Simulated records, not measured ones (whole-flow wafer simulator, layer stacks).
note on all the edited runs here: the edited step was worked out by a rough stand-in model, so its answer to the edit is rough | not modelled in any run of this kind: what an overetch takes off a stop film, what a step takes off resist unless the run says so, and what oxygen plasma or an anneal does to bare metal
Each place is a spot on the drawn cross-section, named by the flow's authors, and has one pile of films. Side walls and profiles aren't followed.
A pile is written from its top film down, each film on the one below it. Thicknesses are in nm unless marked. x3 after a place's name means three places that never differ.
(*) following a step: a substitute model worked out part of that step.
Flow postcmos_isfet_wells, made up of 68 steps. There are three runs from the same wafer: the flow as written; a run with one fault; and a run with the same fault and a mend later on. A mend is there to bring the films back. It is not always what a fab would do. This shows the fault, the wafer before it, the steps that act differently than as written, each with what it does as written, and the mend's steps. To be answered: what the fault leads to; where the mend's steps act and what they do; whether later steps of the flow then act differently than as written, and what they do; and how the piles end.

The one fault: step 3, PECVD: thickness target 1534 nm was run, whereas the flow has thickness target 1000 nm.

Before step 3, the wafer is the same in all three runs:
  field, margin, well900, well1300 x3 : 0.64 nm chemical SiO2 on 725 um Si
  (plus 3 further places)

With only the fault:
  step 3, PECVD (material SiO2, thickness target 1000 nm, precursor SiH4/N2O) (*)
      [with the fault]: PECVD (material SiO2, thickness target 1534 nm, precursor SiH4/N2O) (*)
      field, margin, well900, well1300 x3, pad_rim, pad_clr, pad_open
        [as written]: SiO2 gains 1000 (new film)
        [with the fault]: SiO2 gains 1534 (new film)
  Every later step of the flow that is run acts as written at every place that is followed.
  By the end, the piles at field, margin, well900, well1300 x3, pad_rim, pad_clr, pad_open depart from the flow's by more than 2% or 0.5 nm, whichever is larger.
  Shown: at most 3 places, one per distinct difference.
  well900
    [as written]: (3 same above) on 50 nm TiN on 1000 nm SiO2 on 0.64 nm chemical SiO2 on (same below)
    [with the fault]: (3 same above) on 50 nm TiN on 1534 nm SiO2 on 0.64 nm chemical SiO2 on (same below)
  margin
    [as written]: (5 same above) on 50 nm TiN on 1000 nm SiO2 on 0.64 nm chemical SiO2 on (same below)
    [with the fault]: (5 same above) on 50 nm TiN on 1534 nm SiO2 on 0.64 nm chemical SiO2 on (same below)
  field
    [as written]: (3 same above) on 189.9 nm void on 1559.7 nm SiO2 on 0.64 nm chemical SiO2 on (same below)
    [with the fault]: (3 same above) on 189.9 nm void on 2093.7 nm SiO2 on 0.64 nm chemical SiO2 on (same below)

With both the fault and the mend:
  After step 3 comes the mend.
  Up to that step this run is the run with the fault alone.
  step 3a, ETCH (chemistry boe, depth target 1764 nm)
      field, margin, well900, well1300 x3, pad_rim, pad_clr, pad_open
        SiO2 loses 1534 (all of it), chemical SiO2 loses 0.64 (all of it)
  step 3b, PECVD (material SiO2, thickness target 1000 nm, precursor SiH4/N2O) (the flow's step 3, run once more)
      field, margin, well900, well1300 x3, pad_rim, pad_clr, pad_open
        SiO2 gains 1000 (new film)
  Every later step of the flow that is run acts as written at every place that is followed.
  By the end, the piles at field, margin, well900, well1300 x3, pad_rim, pad_clr, pad_open depart from the flow's by more than 2% or 0.5 nm, whichever is larger.
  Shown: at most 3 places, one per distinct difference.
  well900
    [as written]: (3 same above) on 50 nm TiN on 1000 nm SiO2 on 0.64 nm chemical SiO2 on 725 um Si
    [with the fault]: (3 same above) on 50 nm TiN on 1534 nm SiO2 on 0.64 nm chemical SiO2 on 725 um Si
    [with the mend]: (3 same above) on 50 nm TiN on 1000 nm SiO2 on 725 um Si
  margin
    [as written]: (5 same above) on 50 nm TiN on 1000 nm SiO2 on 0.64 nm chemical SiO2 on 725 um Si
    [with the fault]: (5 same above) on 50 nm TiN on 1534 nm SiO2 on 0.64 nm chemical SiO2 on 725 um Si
    [with the mend]: (5 same above) on 50 nm TiN on 1000 nm SiO2 on 725 um Si
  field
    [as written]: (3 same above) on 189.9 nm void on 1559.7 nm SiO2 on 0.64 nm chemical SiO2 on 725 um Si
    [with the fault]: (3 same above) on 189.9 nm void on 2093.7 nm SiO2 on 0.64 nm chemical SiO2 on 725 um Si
    [with the mend]: (3 same above) on 189.9 nm void on 1559.7 nm SiO2 on 725 um Si
